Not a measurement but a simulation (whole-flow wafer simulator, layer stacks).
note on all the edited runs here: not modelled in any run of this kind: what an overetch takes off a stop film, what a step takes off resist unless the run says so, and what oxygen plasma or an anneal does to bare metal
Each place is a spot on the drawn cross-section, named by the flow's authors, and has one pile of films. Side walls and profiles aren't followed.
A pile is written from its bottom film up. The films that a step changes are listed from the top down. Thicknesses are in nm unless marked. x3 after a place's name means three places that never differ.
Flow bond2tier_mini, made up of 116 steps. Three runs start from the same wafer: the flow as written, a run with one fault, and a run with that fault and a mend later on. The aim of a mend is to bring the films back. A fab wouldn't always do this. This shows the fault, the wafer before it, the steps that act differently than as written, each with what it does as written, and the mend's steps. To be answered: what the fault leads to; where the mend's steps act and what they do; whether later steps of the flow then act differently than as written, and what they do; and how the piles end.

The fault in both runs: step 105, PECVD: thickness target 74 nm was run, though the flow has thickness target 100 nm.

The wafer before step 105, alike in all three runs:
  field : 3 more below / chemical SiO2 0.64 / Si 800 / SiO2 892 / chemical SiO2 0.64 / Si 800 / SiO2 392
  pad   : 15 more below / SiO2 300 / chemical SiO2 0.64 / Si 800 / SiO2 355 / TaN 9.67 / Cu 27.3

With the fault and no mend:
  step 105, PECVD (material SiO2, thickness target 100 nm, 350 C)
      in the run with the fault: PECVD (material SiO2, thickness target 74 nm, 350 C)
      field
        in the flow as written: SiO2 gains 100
        in the run with the fault: SiO2 gains 74
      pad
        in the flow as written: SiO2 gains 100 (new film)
        in the run with the fault: SiO2 gains 74 (new film)
  Steps later in the flow that act otherwise than as written (1 other step is not shown; it differs only slightly, by no more than 2% or 0.5 nm, whichever is larger):
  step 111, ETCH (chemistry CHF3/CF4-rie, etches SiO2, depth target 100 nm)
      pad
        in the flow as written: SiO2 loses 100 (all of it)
        in the run with the fault: SiO2 loses 74 (all of it), Cu loses 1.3
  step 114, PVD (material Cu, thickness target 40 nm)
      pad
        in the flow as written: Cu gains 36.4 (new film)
        in the run with the fault: Cu gains 37.3 (new film)
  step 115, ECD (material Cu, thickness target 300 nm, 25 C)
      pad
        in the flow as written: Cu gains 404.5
        in the run with the fault: Cu gains 378.7
  The piles end different from the flow's at field, pad by more than 2% or 0.5 nm, whichever is larger.
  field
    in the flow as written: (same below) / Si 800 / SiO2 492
    in the run with the fault: (same below) / Si 800 / SiO2 466
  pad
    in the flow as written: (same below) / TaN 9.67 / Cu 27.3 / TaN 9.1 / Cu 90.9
    in the run with the fault: (same below) / TaN 9.67 / Cu 26 / TaN 9.36 / Cu 65.9

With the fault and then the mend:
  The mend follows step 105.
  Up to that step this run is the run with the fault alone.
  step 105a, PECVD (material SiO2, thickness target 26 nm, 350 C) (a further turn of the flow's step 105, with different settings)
      field, pad
        SiO2 gains 26
  Every later step of the flow that is run acts as written at every place that is followed.
  By the end, the piles equal the flow's at every place that both follow.
